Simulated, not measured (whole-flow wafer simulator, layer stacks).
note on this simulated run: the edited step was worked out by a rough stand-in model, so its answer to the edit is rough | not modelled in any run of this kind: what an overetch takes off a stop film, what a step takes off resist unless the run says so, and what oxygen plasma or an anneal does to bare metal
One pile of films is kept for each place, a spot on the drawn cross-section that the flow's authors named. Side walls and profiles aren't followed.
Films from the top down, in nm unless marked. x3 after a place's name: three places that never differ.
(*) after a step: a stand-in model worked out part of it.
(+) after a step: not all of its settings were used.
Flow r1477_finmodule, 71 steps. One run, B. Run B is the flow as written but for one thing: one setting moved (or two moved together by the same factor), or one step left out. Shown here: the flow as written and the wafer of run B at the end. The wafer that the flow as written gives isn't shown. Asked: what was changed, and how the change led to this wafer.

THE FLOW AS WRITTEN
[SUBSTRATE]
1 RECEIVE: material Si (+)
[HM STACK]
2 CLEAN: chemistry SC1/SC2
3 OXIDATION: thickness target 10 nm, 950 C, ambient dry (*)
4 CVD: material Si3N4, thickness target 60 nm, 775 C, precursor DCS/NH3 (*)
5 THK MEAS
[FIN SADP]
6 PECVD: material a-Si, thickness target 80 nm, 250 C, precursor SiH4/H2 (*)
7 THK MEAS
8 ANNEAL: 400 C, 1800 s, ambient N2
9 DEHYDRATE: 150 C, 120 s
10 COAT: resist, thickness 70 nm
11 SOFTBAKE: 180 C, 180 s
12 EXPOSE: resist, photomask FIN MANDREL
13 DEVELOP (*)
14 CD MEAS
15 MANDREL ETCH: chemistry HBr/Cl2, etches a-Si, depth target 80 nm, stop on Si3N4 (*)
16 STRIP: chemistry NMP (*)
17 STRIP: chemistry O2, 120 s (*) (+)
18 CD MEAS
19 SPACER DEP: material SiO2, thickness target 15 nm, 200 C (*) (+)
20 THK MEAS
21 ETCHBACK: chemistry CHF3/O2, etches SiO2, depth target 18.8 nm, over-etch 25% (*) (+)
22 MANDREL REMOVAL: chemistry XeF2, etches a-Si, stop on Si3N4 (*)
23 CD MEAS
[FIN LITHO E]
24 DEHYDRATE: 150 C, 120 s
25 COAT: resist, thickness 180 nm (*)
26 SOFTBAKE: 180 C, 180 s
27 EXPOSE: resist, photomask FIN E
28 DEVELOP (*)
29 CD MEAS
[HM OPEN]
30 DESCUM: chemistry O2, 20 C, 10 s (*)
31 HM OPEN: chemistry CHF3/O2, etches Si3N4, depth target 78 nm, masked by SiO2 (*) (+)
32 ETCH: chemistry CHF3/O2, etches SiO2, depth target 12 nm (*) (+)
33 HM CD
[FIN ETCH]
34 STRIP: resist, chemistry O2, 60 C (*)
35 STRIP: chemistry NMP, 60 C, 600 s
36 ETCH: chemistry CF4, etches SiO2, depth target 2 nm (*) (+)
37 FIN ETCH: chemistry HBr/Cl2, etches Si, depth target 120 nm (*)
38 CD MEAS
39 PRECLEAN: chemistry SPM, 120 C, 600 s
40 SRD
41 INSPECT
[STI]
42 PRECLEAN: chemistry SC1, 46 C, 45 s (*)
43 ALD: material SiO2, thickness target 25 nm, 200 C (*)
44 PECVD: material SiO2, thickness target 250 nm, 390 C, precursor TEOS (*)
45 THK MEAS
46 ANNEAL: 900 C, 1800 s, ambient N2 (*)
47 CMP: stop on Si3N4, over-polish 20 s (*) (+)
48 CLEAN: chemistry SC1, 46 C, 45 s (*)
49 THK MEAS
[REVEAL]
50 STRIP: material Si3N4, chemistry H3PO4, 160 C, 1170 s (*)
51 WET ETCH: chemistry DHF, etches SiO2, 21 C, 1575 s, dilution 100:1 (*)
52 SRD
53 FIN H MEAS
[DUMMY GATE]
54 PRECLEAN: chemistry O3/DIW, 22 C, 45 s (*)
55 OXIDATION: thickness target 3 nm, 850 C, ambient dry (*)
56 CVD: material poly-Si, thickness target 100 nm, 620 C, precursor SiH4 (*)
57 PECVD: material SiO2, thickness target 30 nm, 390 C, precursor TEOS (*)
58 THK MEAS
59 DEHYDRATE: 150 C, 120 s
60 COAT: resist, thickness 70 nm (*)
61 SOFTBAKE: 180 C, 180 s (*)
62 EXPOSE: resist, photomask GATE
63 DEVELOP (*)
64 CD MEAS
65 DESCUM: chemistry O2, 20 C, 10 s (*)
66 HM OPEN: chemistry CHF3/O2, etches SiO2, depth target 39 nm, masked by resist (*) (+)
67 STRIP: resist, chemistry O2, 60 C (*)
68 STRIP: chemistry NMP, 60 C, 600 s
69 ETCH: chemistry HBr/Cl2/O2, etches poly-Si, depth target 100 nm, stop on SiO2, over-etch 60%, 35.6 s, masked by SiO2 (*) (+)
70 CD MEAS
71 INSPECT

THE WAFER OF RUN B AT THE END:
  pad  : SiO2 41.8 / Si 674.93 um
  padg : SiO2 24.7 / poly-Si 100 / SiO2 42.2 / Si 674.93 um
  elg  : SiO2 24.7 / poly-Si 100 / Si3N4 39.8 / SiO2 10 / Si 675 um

The cause: step 37, FIN ETCH: depth target 58.8 nm was run, where the flow has depth target 120 nm.

How the change led to this, step by step:
  37 FIN ETCH: chemistry HBr/Cl2, etches Si, depth target 120 nm (*)
      pad, padg, esg and 19 more: Si -58.8 (as written it would be: Si -120)
      elg, e40lg, e100lg, e200lg, elo, e40lo, e100lo, e200lo: Si3N4 -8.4 (as written it would be: Si3N4 -17.1)
      (and at 6 more places)
  43 ALD: material SiO2, thickness target 25 nm, 200 C (*)
      s40cg, s45cg, s50cg, s40co, s45co, s50co: SiO2 +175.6 (new film) (as written it would be: SiO2 +232.1 (new film))
      esg: SiO2 +141.8 (new film) (as written it would be: SiO2 +194.3 (new film))
  47 CMP: stop on Si3N4, over-polish 20 s (*) (+)
      pad, padg, e40sg and 11 more: SiO2 -133 (as written it would be: SiO2 -71.8)
      elg, e40lg, e100lg, e200lg, elo, e40lo, e100lo, e200lo: SiO2 -250.3 (as written it would be: SiO2 -241.6)
      (and at 2 more places)
  51 WET ETCH: chemistry DHF, etches SiO2, 21 C, 1575 s, dilution 100:1 (*)
      elg, e40lg, e100lg, e200lg, elo, e40lo, e100lo, e200lo: SiO2 -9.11 (all of it), Si3N4 -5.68 (as written it would be: SiO2 -17.8 (all of it), Si3N4 -4.97)
  56 CVD: material poly-Si, thickness target 100 nm, 620 C, precursor SiH4 (*)
      esg: poly-Si +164 (new film) (as written it would be: poly-Si +156 (new film))
  60 COAT: resist, thickness 70 nm (*)
      e40sg, eso, e40so: resist +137 (new film) (as written it would be: resist +129.5 (new film))
      e100sg, e100so: resist +136.9 (new film) (as written it would be: resist +129.4 (new film))
      (and at 2 more places)
  63 DEVELOP (*)
      eso, e40so: resist -137 (all of it) (as written it would be: resist -129.5 (all of it))
      e100so: resist -136.9 (all of it) (as written it would be: resist -129.4 (all of it))
      (and at 1 more place)
  67 STRIP: resist, chemistry O2, 60 C (*)
      e40sg: resist -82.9 (all of it) (as written it would be: resist -75.4 (all of it))
      e100sg: resist -82.8 (all of it) (as written it would be: resist -75.3 (all of it))
      (and at 1 more place)
